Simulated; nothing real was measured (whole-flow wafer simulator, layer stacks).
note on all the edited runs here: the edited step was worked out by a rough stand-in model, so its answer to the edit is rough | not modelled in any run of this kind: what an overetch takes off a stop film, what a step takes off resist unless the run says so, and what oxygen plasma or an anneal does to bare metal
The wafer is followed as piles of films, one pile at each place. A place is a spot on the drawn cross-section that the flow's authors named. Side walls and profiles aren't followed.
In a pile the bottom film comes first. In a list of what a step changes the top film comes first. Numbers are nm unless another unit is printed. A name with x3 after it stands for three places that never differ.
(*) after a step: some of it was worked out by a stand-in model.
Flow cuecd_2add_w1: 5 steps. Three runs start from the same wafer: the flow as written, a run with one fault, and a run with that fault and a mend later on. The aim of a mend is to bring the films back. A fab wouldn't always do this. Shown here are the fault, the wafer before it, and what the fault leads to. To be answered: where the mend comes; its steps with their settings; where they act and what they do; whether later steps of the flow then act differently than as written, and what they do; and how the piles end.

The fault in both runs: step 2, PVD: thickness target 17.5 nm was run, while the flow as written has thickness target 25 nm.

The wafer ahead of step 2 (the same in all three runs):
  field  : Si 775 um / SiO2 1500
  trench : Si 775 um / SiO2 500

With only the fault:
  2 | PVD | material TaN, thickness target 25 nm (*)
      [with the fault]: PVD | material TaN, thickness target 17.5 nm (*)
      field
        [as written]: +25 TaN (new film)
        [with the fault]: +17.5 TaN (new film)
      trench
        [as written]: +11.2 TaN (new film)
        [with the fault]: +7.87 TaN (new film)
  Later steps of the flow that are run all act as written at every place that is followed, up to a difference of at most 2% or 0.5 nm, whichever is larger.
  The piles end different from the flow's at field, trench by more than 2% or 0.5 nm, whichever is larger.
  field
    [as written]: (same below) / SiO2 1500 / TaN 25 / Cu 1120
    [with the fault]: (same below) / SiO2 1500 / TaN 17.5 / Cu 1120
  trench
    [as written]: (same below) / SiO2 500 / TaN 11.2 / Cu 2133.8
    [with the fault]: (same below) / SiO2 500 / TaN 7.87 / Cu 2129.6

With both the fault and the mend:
  The mend follows step 2.
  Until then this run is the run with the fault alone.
  2a | PVD | material TaN, thickness target 7.5 nm (*) (the flow's step 2 again, with other settings)
      field
        +7.5 TaN
      trench
        +3.32 TaN
  Later steps of the flow that are run all act as written at every place that is followed.
  By the end, the piles equal the flow's at every place that both follow.
